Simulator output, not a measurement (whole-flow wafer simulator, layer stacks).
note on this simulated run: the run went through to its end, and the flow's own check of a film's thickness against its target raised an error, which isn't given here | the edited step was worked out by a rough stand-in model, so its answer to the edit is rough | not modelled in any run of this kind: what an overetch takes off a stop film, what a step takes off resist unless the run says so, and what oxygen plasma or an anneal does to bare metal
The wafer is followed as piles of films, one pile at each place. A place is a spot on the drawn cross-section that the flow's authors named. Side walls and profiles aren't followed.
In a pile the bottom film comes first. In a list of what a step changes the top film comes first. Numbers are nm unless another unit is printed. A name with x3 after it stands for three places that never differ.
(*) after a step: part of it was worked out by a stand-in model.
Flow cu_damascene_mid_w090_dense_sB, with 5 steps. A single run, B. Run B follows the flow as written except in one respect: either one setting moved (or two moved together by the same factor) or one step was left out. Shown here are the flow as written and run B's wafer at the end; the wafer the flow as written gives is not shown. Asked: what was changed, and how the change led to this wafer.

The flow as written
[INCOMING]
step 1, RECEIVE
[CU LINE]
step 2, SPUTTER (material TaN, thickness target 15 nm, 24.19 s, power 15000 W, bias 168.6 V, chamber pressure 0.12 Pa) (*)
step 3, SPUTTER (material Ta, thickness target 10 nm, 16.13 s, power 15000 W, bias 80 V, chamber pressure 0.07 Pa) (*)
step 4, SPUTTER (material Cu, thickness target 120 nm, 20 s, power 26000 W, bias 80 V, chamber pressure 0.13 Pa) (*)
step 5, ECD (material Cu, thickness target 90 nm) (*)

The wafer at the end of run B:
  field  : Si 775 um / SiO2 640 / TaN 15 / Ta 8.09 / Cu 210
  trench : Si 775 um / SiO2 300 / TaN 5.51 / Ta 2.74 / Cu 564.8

What caused this: step 3, SPUTTER: power 12140 W was run, while the flow as written has power 15000 W.

How this came from the change, step by step:
  step 3, SPUTTER (material Ta, thickness target 10 nm, 16.13 s, power 15000 W, bias 80 V, chamber pressure 0.07 Pa) (*)
      field: Ta gains 8.09 (new film) (as written it would have been: Ta gains 10 (new film))
      trench: Ta gains 2.74 (new film) (as written it would have been: Ta gains 3.55 (new film))
